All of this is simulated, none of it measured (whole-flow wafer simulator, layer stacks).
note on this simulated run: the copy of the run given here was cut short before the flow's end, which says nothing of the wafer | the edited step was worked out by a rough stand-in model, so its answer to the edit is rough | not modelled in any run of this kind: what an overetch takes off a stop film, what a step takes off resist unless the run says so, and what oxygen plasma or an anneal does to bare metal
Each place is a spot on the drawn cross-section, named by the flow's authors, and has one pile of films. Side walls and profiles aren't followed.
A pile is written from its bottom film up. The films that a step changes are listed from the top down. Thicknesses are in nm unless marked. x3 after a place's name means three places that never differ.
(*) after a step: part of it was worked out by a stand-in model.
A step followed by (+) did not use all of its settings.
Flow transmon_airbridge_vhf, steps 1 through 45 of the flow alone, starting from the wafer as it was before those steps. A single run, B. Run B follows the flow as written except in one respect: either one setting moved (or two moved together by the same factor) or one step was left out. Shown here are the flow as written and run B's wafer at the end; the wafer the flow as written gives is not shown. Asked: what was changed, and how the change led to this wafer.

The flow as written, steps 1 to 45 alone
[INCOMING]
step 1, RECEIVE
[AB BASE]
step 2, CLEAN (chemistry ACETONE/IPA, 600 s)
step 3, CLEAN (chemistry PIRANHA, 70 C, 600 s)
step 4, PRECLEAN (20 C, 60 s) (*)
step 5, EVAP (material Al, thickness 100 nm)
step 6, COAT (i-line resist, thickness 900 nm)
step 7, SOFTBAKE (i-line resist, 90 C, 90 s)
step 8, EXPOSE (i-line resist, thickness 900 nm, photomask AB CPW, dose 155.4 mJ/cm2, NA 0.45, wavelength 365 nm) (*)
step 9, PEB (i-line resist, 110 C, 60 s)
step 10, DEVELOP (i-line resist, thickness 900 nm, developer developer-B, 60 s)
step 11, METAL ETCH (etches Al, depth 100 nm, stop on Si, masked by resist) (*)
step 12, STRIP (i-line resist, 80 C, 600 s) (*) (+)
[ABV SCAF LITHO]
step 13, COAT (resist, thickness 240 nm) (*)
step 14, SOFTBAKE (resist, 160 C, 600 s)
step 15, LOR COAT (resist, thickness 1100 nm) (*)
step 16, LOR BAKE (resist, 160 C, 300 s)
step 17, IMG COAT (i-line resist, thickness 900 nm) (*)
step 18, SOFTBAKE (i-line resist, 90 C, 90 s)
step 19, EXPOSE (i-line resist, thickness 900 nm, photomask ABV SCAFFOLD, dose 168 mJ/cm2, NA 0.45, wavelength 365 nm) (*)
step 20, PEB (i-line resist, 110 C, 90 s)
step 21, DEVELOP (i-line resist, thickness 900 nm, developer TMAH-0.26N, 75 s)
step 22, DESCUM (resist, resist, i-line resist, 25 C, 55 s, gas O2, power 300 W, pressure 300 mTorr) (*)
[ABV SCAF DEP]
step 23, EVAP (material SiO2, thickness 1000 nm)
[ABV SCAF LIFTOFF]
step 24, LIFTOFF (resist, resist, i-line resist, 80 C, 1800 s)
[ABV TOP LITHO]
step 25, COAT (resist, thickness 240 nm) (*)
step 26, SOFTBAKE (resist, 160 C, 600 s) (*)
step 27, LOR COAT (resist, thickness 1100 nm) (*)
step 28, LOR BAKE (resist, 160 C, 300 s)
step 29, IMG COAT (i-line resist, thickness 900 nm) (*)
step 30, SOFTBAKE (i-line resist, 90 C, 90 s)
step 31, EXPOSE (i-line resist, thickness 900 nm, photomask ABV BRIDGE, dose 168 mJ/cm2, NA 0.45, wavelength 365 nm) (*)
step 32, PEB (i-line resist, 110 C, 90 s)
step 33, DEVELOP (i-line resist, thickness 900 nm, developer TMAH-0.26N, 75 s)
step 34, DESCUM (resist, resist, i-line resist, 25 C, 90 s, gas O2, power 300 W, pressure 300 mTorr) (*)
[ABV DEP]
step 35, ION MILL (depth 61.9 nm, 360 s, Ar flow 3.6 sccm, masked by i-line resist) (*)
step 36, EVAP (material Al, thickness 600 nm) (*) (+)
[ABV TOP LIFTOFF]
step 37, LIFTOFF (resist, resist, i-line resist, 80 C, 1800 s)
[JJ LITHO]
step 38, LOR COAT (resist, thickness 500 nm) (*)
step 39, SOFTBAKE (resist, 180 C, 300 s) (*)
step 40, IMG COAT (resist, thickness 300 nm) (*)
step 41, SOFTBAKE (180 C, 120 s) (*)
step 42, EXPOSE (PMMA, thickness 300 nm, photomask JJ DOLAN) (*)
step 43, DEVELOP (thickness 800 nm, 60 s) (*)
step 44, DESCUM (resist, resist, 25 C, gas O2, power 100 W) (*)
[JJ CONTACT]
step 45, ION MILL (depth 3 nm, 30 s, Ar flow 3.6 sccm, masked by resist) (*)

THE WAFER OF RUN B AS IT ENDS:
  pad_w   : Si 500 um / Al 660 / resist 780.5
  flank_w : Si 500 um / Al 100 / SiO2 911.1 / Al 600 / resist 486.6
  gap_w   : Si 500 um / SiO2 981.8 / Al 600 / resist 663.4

The reason: step 35, ION MILL: depth 31.32 nm was run, while the flow as written has depth 61.9 nm; step 35, ION MILL: 182.2 s was run, where the flow has 360 s.

Step by step, how the change led to this:
  step 35, ION MILL (depth 61.9 nm, 360 s, Ar flow 3.6 sccm, masked by i-line resist) (*)
      field x3, jj_line, ground_far, trace_open_s x2, margin_s, margin_n: i-line resist loses 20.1 (in the flow as written it would be: i-line resist loses 39.7)
      flank_w, gap_w, cpw_trace, gap_e, flank_e, bridge_strip: SiO2 loses 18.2 (in the flow as written it would be: SiO2 loses 36)
      (as well as at 2 more places)
  step 37, LIFTOFF (resist, resist, i-line resist, 80 C, 1800 s)
      field x3, jj_line, trace_open_s x2: Al loses 600 (all of it), i-line resist loses 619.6 (all of it), resist loses 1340 (all of it) (in the flow as written it would be: Al loses 600 (all of it), i-line resist loses 600 (all of it), resist loses 1340 (all of it))
      margin_s, margin_n: Al loses 600 (all of it), i-line resist loses 337.9 (all of it), resist loses 992 (all of it) (in the flow as written it would be: Al loses 600 (all of it), i-line resist loses 318.3 (all of it), resist loses 992 (all of it))
      (as well as at 1 more place)
